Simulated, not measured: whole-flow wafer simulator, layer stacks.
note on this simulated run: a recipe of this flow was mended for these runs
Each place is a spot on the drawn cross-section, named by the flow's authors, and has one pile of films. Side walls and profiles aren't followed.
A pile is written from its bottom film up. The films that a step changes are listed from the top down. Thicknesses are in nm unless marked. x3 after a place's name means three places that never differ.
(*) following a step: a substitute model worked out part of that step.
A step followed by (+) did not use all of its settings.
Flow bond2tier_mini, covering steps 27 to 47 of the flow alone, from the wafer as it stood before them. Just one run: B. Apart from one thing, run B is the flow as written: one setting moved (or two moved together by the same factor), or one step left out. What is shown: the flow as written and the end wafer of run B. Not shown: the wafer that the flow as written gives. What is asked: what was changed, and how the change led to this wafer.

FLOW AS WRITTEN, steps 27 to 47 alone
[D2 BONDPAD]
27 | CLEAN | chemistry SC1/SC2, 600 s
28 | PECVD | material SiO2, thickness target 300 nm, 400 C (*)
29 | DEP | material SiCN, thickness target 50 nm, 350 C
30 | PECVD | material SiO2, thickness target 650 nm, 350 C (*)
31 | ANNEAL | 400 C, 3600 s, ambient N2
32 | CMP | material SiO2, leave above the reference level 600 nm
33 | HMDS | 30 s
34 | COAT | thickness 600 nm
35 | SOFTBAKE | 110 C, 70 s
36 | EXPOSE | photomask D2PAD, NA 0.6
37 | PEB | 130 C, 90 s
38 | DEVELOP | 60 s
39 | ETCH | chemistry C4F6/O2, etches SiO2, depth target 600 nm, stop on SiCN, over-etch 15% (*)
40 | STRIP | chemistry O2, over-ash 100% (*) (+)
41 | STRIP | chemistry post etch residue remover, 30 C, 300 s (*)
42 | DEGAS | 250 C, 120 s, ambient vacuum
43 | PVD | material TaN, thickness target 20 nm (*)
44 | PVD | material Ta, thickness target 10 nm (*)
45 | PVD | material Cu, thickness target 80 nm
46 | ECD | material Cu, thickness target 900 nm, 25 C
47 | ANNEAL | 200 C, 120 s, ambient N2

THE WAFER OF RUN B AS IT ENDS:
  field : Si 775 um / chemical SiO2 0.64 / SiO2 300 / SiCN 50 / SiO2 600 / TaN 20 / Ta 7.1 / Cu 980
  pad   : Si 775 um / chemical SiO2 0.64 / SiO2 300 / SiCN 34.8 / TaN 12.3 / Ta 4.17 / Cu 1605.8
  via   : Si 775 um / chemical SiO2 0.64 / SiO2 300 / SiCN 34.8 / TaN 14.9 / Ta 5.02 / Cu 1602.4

Cause: step 44, PVD: thickness target 7.1 nm was run, while the flow as written has thickness target 10 nm.
The wafer itself shows it: field has Ta 7.1, and step 44 as written asks for 10 nm.

How this came from the change, step by step:
  44 | PVD | material Ta, thickness target 10 nm (*)
      field: +7.1 Ta (new film) (as written it would have been: +10 Ta (new film))
      pad: +4.17 Ta (new film) (as written it would have been: +5.88 Ta (new film))
      (as well as at 1 more place)
